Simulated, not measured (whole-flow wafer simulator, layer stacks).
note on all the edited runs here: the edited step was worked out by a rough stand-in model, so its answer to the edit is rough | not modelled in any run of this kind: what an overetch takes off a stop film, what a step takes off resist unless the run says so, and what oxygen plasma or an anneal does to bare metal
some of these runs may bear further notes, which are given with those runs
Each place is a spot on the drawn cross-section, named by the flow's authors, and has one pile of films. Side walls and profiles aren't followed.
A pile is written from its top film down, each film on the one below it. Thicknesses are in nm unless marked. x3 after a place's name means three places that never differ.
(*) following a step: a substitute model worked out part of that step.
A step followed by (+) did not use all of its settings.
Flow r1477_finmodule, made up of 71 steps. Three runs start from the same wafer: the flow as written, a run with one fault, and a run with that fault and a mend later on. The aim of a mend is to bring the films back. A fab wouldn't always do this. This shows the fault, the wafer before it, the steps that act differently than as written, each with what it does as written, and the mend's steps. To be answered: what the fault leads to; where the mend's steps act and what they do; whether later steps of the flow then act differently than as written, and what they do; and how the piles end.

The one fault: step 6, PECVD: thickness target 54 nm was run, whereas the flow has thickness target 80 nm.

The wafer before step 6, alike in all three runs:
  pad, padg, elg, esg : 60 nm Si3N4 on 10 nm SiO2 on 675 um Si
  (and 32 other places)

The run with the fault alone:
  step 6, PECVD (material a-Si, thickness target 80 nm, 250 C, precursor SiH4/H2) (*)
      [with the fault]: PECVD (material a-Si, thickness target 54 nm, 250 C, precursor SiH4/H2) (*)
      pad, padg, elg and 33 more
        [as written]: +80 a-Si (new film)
        [with the fault]: +54 a-Si (new film)
  Steps further on in the flow that do not act as written (not shown: 2 more steps that differ only slightly, by at most 2% or 0.5 nm, whichever is larger):
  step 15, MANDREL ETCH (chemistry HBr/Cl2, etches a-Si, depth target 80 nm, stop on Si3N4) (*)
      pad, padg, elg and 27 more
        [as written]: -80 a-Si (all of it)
        [with the fault]: -54 a-Si (all of it)
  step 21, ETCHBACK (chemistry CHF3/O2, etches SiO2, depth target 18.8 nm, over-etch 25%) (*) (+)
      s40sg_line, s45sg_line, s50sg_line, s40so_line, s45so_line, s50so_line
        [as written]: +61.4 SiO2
        [with the fault]: +35.4 SiO2
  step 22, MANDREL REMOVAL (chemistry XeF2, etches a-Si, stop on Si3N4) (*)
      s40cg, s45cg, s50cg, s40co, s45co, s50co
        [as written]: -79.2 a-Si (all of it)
        [with the fault]: -53.2 a-Si (all of it)
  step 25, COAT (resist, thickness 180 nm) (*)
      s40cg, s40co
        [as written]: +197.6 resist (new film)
        [with the fault]: +191.1 resist (new film)
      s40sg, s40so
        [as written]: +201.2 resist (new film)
        [with the fault]: +194.7 resist (new film)
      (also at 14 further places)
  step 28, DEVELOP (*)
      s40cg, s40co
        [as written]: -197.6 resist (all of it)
        [with the fault]: -191.1 resist (all of it)
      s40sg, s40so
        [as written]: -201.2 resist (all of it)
        [with the fault]: -194.7 resist (all of it)
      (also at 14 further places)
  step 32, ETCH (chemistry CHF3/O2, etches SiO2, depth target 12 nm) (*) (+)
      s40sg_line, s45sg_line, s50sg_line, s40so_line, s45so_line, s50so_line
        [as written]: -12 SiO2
        [with the fault]: -11.4 SiO2 (all of it)
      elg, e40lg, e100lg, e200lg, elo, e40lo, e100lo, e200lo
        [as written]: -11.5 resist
        [with the fault]: -10.9 resist
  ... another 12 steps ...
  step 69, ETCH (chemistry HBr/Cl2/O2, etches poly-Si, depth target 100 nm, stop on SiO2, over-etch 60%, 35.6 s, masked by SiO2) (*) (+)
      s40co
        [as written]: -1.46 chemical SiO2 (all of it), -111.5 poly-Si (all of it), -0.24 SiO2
        [with the fault]: -1.36 chemical SiO2 (all of it), -134.3 poly-Si (all of it), -0.13 SiO2
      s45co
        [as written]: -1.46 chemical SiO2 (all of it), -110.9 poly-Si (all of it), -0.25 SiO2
        [with the fault]: -1.36 chemical SiO2 (all of it), -134.3 poly-Si (all of it), -0.13 SiO2
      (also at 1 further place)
  At pad, padg, elg and 27 more, the piles at the end differ from the flow's by more than 2% or 0.5 nm, whichever is larger.
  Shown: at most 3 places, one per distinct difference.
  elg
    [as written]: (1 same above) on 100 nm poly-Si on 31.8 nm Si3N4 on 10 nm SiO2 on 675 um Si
    [with the fault]: (1 same above) on 100 nm poly-Si on 3 nm SiO2 on 674.99 um Si
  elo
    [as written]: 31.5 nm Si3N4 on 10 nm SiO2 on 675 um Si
    [with the fault]: 2.58 nm SiO2 on 674.99 um Si
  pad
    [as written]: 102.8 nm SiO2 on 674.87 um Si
    [with the fault]: 82 nm SiO2 on 674.87 um Si

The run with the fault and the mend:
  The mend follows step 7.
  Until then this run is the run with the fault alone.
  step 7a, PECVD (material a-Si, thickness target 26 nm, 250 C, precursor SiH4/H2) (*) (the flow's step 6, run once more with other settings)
      pad, padg, elg and 33 more
        +26 a-Si
  Every later step of the flow that is run acts as written at every place that is followed.
  At every place that both follow, the piles at the end match the flow's.
